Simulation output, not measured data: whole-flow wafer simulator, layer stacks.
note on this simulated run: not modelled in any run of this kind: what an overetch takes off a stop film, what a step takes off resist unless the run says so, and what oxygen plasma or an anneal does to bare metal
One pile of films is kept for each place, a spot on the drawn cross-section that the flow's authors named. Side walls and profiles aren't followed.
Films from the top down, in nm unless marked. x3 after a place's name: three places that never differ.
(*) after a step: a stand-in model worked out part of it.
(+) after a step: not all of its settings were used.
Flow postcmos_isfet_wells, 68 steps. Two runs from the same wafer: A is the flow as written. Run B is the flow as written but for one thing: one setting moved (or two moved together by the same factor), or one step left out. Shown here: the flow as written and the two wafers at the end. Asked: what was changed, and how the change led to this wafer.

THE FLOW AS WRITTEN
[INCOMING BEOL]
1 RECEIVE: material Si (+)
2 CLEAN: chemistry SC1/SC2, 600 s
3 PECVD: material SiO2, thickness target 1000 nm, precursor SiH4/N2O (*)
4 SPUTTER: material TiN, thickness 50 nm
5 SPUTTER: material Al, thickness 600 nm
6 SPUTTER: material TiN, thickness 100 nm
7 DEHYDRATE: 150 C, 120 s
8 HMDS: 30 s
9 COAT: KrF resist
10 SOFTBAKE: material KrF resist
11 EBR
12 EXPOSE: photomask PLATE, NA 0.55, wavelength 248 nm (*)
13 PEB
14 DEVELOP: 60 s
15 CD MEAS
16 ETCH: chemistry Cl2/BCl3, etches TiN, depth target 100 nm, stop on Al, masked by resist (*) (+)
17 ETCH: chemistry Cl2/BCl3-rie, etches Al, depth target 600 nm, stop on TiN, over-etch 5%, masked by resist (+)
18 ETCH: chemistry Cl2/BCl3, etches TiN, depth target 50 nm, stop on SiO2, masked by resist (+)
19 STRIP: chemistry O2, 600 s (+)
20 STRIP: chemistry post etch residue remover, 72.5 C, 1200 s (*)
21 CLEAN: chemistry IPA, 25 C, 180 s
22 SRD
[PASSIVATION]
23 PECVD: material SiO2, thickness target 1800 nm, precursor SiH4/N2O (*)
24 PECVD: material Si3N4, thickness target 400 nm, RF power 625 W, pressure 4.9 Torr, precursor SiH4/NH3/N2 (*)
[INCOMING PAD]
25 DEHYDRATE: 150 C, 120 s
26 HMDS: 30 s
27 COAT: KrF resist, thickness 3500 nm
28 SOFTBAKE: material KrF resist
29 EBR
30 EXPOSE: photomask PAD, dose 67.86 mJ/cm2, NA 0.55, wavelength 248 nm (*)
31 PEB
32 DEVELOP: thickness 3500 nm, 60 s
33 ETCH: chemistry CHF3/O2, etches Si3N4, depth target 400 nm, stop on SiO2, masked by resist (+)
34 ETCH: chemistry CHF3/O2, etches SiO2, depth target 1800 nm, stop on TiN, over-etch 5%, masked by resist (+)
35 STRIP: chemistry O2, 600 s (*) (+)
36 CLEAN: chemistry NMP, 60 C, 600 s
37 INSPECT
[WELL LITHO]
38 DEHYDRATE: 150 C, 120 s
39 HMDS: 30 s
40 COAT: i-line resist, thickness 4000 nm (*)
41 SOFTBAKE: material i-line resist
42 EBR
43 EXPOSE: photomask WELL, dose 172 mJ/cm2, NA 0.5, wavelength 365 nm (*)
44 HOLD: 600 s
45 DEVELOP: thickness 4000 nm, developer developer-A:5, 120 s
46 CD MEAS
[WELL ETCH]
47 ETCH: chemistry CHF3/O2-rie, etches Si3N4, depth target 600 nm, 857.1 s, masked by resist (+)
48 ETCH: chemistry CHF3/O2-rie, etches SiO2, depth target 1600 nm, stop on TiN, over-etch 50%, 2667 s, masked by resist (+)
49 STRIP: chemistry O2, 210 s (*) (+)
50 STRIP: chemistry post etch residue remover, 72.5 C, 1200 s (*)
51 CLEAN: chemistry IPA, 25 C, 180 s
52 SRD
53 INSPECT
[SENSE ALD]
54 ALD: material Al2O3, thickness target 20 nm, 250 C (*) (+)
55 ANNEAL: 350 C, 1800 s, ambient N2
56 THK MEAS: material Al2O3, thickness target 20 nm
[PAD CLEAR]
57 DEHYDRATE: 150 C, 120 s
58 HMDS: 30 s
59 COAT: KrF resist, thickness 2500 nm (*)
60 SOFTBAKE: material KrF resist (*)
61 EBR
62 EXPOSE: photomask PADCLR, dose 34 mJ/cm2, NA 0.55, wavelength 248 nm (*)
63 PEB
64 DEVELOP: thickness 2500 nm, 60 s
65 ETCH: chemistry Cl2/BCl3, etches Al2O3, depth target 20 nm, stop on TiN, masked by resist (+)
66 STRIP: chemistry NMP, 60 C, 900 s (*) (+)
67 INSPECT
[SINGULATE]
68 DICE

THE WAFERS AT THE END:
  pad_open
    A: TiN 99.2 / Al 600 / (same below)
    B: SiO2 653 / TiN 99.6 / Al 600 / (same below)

The cause: step 34, ETCH: depth target 1147 nm was run, where the flow has depth target 1800 nm.

How the change led to this, step by step:
  34 ETCH: chemistry CHF3/O2, etches SiO2, depth target 1800 nm, stop on TiN, over-etch 5%, masked by resist (+)
      pad_open: A SiO2 -1800 (all of it) | B SiO2 -1147
      field, margin, well900, well1300, well2000, well3000, pad_rim, pad_clr: A KrF resist -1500 | B KrF resist -955.8
  35 STRIP: chemistry O2, 600 s (*) (+)
      field, margin, well900, well1300, well2000, well3000, pad_rim, pad_clr: A KrF resist -1638.4 (all of it) | B KrF resist -2182.6 (all of it)
  40 COAT: i-line resist, thickness 4000 nm (*)
      pad_clr: A i-line resist +3256.8 (new film) | B i-line resist +3464.4 (new film)
      pad_open: A i-line resist +4804.7 (new film) | B i-line resist +4569.2 (new film)
  41 SOFTBAKE: material i-line resist
      pad_clr: A i-line resist -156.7 | B i-line resist -95.2
      pad_open: A i-line resist +115.3 | B i-line resist +84.7
  49 STRIP: chemistry O2, 210 s (*) (+)
      pad_clr: A i-line resist -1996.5 (all of it) | B i-line resist -2265.6 (all of it)
      pad_open: A i-line resist -3816.3 (all of it) | B i-line resist -3550.3 (all of it)
  59 COAT: KrF resist, thickness 2500 nm (*)
      pad_rim: A KrF resist +1976.4 (new film) | B KrF resist +2128.5 (new film)
      pad_clr: A KrF resist +1691.6 (new film) | B KrF resist +1916.9 (new film)
      (and at 1 more place)
  60 SOFTBAKE: material KrF resist (*)
      pad_rim: A nothing | B KrF resist -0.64
      pad_clr: A KrF resist -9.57 | B KrF resist -7.38
  64 DEVELOP: thickness 2500 nm, 60 s
      pad_clr: A KrF resist -1682 (all of it) | B KrF resist -1909.5 (all of it)
      pad_open: A KrF resist -3067.2 (all of it) | B KrF resist -2899.4 (all of it)
  66 STRIP: chemistry NMP, 60 C, 900 s (*) (+)
      pad_rim: A KrF resist -1937.7 (all of it) | B KrF resist -2089.1 (all of it)
